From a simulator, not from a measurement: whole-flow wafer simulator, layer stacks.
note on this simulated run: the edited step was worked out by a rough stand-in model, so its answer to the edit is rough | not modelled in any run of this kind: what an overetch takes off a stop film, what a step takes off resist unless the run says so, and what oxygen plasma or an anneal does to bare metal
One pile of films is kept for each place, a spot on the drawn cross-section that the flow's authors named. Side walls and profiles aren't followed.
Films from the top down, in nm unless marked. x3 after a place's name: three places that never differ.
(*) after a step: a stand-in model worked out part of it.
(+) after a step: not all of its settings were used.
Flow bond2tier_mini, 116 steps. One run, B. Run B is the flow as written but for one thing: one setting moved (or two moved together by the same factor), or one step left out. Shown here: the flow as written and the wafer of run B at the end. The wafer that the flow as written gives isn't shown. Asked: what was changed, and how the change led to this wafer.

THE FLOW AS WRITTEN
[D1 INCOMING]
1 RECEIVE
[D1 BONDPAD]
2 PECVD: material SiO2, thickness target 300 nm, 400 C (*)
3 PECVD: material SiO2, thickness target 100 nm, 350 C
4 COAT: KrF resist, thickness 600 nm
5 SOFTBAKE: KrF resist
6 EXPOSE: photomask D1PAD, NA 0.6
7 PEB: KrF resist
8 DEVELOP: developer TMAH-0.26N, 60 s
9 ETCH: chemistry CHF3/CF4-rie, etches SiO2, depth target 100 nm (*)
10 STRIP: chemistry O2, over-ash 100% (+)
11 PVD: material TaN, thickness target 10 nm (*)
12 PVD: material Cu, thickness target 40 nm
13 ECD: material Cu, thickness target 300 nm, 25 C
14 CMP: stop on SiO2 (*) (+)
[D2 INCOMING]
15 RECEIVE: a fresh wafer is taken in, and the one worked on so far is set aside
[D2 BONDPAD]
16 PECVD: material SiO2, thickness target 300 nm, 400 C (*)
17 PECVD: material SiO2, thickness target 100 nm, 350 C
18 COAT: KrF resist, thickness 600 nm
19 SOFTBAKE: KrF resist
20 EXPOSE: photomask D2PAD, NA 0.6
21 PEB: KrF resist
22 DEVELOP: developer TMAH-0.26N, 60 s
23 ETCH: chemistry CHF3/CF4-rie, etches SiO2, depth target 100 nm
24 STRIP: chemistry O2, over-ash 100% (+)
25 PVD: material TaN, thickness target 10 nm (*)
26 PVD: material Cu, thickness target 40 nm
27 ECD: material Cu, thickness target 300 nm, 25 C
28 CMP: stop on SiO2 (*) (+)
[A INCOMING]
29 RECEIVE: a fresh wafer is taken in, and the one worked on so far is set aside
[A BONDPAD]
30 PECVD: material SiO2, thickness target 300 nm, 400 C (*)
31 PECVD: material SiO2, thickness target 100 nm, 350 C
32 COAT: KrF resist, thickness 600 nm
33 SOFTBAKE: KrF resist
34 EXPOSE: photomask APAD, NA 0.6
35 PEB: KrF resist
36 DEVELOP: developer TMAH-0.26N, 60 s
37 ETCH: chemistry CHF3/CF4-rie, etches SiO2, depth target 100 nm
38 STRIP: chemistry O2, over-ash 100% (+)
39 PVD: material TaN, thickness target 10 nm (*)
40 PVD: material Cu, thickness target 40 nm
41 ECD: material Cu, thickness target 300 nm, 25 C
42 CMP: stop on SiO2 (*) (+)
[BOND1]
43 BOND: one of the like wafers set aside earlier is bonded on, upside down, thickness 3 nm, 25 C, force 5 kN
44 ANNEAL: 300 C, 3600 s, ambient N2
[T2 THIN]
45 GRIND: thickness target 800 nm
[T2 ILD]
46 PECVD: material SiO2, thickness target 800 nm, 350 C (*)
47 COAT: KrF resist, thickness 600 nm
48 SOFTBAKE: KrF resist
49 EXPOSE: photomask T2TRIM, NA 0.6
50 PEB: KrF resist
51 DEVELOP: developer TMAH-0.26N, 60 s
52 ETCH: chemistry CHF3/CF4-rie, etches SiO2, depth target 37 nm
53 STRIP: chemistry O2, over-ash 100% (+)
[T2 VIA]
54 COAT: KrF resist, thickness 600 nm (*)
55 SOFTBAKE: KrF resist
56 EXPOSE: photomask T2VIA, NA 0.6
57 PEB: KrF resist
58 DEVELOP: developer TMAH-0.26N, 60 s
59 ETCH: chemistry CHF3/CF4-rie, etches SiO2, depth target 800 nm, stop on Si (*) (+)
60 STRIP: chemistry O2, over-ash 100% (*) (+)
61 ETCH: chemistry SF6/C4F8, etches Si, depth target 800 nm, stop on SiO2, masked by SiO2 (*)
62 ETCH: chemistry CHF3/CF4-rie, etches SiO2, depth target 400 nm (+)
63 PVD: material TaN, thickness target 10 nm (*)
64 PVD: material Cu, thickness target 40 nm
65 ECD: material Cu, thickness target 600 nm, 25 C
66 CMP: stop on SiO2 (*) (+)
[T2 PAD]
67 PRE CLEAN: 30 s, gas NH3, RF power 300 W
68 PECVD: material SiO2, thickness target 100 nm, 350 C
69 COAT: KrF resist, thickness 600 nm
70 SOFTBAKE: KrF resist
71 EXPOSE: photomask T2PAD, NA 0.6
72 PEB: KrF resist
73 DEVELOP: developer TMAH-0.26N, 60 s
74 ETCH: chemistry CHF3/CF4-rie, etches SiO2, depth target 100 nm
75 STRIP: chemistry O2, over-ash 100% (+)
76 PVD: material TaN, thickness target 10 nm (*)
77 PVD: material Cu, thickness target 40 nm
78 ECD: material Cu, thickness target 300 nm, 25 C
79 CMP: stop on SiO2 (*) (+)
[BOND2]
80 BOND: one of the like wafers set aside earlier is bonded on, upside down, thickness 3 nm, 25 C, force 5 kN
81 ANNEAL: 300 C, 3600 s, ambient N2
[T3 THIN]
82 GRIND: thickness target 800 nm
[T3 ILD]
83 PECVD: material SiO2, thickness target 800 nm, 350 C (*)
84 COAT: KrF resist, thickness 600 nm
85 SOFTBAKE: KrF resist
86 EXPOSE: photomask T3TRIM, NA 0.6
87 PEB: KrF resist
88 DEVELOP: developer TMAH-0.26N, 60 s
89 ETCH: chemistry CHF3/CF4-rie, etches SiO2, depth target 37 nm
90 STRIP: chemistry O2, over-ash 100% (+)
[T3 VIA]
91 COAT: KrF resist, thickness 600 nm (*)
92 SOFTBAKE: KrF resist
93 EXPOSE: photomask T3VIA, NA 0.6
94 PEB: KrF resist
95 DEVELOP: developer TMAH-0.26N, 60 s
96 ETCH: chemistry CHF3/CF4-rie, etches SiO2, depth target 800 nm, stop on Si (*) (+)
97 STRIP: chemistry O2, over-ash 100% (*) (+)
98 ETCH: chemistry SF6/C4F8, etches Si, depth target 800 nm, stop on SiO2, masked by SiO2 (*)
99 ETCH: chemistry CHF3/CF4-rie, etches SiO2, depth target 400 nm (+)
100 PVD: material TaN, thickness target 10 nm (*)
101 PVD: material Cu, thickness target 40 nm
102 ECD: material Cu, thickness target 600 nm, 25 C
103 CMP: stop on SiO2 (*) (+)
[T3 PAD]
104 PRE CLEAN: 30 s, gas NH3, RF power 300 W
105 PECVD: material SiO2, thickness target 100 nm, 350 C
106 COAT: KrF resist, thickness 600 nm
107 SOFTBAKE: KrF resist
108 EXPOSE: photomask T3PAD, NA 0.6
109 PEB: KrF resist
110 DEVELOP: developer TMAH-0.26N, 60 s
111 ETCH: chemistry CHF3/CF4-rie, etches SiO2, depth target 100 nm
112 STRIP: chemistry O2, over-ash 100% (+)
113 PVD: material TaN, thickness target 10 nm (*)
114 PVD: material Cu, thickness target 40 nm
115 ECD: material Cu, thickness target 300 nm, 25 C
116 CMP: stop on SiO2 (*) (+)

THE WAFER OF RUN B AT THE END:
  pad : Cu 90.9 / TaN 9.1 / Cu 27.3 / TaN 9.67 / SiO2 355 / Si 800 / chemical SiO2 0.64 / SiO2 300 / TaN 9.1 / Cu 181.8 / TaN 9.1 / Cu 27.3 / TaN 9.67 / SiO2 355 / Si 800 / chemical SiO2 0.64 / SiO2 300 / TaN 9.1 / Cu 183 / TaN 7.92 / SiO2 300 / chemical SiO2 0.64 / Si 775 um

The cause: step 39, PVD: thickness target 8.7 nm was run, where the flow has thickness target 10 nm.

How the change led to this, step by step:
  39 PVD: material TaN, thickness target 10 nm (*)
      field: TaN +8.7 (new film) (as written it would be: TaN +10 (new film))
      pad: TaN +7.92 (new film) (as written it would be: TaN +9.1 (new film))
      (and at 1 more place)
  42 CMP: stop on SiO2 (*) (+)
      field: Cu -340 (all of it), TaN -8.7 (all of it) (as written it would be: Cu -340 (all of it), TaN -10 (all of it))
